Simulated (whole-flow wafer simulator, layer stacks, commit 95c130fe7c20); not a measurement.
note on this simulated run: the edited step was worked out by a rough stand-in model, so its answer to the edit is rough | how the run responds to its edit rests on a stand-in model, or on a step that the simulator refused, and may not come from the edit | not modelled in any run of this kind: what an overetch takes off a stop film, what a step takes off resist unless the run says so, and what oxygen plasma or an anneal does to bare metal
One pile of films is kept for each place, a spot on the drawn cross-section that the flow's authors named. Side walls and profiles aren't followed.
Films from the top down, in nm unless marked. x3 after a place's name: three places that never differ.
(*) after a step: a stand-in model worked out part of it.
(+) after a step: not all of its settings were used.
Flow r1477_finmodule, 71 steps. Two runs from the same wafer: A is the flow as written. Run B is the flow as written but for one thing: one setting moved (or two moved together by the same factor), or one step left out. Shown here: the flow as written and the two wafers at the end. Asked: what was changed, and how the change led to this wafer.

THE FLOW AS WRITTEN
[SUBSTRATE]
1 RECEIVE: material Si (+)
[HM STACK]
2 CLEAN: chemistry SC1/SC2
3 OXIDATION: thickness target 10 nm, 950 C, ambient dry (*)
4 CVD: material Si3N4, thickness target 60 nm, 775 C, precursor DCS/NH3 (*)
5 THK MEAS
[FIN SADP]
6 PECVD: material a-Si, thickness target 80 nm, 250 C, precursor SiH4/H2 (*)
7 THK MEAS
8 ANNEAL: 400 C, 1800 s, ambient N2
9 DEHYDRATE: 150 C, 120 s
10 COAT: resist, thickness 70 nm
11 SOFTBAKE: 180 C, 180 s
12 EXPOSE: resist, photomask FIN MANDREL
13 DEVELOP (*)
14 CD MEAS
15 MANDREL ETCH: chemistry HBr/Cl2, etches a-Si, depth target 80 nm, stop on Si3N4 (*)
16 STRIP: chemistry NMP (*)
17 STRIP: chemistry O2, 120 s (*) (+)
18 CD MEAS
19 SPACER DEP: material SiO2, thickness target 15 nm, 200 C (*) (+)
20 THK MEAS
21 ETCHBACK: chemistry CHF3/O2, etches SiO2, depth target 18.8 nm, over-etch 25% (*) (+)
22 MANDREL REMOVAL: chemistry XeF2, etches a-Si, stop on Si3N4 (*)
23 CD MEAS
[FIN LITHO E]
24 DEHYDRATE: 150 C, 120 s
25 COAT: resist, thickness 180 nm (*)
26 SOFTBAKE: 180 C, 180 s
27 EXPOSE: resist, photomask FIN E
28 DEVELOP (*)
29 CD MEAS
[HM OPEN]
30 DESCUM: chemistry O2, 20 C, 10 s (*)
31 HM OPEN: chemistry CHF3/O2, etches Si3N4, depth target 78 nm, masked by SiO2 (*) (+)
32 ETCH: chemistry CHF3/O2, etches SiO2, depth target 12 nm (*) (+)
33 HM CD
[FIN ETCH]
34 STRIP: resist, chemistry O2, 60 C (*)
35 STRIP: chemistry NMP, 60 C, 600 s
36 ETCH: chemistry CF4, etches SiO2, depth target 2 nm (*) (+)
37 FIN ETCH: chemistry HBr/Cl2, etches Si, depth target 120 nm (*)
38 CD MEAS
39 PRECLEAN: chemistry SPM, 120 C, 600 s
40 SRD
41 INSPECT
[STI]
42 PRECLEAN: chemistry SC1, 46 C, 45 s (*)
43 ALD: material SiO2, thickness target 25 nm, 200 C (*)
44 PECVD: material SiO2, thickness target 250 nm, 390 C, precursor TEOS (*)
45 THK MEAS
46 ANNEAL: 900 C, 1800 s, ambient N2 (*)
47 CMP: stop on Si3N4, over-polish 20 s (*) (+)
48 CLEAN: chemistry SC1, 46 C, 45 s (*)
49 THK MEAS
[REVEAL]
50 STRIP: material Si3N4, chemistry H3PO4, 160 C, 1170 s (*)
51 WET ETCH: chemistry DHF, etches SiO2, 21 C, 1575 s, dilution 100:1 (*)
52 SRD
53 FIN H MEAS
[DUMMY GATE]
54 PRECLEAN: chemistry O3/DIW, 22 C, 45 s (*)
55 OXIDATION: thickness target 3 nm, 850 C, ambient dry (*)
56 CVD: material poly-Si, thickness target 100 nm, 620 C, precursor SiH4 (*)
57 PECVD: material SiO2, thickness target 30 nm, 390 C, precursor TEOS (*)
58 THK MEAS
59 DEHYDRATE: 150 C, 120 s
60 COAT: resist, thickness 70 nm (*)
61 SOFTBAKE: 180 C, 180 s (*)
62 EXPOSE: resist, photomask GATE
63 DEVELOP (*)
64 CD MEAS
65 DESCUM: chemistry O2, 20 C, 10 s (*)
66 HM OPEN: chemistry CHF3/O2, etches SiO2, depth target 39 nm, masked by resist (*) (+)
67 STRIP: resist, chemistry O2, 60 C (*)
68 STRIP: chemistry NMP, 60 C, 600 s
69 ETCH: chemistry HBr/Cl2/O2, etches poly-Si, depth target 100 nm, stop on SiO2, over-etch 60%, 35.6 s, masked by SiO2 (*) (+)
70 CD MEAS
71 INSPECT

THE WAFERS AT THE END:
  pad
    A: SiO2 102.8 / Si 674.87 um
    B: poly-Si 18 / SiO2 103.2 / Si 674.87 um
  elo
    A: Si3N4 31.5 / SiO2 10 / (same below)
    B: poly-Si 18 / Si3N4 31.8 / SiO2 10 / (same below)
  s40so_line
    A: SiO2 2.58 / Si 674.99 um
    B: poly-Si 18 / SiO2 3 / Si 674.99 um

The cause: step 57, PECVD: thickness target 42.9 nm was run, where the flow has thickness target 30 nm.

How the change led to this, step by step:
  57 PECVD: material SiO2, thickness target 30 nm, 390 C, precursor TEOS (*)
      pad, padg, elg and 33 more: A SiO2 +30 (new film) | B SiO2 +42.9 (new film)
  66 HM OPEN: chemistry CHF3/O2, etches SiO2, depth target 39 nm, masked by resist (*) (+)
      pad, elo, eso and 15 more: A SiO2 -30 (all of it), poly-Si -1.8 | B SiO2 -39
  67 STRIP: resist, chemistry O2, 60 C (*)
      pad, elo, eso and 15 more: A chemical SiO2 +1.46 (new film), poly-Si -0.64 | B nothing
  69 ETCH: chemistry HBr/Cl2/O2, etches poly-Si, depth target 100 nm, stop on SiO2, over-etch 60%, 35.6 s, masked by SiO2 (*) (+)
      pad, eso, e40so and 8 more: A chemical SiO2 -1.46 (all of it), poly-Si -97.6 (all of it), SiO2 -0.42 | B SiO2 -3.9 (all of it), poly-Si -82
      elo, e40lo, e100lo, e200lo: A chemical SiO2 -1.46 (all of it), poly-Si -97.6 (all of it), Si3N4 -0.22 | B SiO2 -3.9 (all of it), poly-Si -82
      (and at 3 more places)
